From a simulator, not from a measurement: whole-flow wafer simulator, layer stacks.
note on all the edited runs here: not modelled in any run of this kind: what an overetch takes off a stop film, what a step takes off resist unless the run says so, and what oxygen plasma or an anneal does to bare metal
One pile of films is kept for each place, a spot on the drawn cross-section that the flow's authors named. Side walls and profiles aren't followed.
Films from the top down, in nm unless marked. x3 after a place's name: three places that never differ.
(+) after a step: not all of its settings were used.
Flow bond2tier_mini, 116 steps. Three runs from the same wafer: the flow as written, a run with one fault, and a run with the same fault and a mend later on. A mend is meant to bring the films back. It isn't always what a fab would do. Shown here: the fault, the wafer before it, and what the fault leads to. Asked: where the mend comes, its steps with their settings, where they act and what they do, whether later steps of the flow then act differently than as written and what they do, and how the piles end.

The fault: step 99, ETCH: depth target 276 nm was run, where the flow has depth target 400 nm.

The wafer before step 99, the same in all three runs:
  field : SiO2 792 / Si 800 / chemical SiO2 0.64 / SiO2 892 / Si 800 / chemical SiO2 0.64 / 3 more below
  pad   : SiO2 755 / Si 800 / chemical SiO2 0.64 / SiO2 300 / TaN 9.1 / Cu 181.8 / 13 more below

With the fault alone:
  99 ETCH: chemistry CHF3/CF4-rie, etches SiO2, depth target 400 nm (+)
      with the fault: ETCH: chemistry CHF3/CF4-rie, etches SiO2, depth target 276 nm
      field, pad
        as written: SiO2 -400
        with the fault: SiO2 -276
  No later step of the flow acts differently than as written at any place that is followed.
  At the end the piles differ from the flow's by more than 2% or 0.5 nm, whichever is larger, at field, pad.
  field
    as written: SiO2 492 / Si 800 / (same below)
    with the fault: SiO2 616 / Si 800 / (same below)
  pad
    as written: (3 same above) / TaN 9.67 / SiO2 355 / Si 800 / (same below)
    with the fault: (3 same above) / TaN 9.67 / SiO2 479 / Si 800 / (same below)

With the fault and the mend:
  The mend comes after step 99.
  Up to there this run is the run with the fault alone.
  99a ETCH: chemistry CHF3/CF4-rie, etches SiO2, depth target 124 nm (+) (the flow's step 99 once more, with other settings)
      field, pad
        SiO2 -124
  No later step of the flow acts differently than as written at any place that is followed.
  At the end the piles are the same as the flow's at every place that both follow.
